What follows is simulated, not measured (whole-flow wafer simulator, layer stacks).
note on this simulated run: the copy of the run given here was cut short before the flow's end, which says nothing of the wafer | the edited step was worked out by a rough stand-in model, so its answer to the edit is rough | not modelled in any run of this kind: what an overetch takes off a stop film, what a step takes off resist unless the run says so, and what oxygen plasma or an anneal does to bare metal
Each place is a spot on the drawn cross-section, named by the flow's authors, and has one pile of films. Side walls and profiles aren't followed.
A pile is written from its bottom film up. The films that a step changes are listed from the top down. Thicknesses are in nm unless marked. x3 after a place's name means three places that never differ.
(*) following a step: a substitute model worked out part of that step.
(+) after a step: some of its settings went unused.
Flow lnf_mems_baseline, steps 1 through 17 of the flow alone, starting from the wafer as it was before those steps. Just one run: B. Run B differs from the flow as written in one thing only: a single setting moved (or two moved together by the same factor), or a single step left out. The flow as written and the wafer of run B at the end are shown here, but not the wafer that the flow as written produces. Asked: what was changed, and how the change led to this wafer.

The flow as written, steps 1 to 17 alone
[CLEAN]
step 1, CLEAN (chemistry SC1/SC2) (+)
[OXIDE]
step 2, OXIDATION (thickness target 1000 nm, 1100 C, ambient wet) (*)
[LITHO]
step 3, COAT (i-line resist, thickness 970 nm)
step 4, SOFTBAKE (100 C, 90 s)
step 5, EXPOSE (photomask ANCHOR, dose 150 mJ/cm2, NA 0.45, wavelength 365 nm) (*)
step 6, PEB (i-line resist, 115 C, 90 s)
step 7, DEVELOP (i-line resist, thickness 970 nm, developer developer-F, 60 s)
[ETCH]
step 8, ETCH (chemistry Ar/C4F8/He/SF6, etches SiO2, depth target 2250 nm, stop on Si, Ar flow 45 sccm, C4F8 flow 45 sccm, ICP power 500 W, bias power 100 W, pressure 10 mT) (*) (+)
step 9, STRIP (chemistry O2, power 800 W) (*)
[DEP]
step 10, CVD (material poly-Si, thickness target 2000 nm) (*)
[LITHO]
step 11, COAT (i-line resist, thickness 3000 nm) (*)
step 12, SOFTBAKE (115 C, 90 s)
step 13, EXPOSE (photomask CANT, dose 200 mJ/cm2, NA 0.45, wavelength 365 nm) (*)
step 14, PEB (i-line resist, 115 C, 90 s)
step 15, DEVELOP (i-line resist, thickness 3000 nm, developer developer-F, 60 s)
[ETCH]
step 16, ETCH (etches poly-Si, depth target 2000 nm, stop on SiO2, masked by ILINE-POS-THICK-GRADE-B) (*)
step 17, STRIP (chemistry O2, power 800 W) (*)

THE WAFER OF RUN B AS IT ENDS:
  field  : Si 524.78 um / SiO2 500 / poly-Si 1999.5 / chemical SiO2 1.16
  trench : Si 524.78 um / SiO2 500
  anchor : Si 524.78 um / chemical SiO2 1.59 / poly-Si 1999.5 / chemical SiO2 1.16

The reason: step 2, OXIDATION: thickness target 500 nm was run, whereas the flow has thickness target 1000 nm.
One can read it off the wafer: field has SiO2 500, and step 2 as written asks for 1000 nm.

The path from the change to this, step by step:
  step 2, OXIDATION (thickness target 1000 nm, 1100 C, ambient wet) (*)
      field, anchor, beam, trench, char_slit: SiO2 gains 500 (new film), chemical SiO2 loses 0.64 (all of it), Si loses 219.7 (as written it would have been: SiO2 gains 1000 (new film), chemical SiO2 loses 0.64 (all of it), Si loses 439.7)
  step 8, ETCH (chemistry Ar/C4F8/He/SF6, etches SiO2, depth target 2250 nm, stop on Si, Ar flow 45 sccm, C4F8 flow 45 sccm, ICP power 500 W, bias power 100 W, pressure 10 mT) (*) (+)
      field, beam, trench, char_slit: i-line resist loses 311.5 (as written it would have been: i-line resist loses 561.5)
      anchor: SiO2 loses 500 (all of it) (as written it would have been: SiO2 loses 1000 (all of it))
  step 9, STRIP (chemistry O2, power 800 W) (*)
      field, beam, trench, char_slit: i-line resist loses 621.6 (all of it) (as written it would have been: i-line resist loses 371.6 (all of it))
  step 10, CVD (material poly-Si, thickness target 2000 nm) (*)
      anchor: poly-Si gains 2000 (new film) (as written it would have been: poly-Si gains 2322 (new film))
  step 11, COAT (i-line resist, thickness 3000 nm) (*)
      anchor: i-line resist gains 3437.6 (new film) (as written it would have been: i-line resist gains 3611.6 (new film))
  step 12, SOFTBAKE (115 C, 90 s)
      anchor: i-line resist gains 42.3 (as written it would have been: i-line resist gains 45.4)
      trench: i-line resist loses 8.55 (as written it would have been: i-line resist loses 9.1)
  step 14, PEB (i-line resist, 115 C, 90 s)
      anchor: i-line resist loses 43 (as written it would have been: i-line resist loses 46.1)
  step 17, STRIP (chemistry O2, power 800 W) (*)
      anchor: chemical SiO2 gains 1.16 (new film), i-line resist loses 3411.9 (all of it), poly-Si loses 0.51 (as written it would have been: chemical SiO2 gains 1.17 (new film), i-line resist loses 3585.8 (all of it), poly-Si loses 0.52)
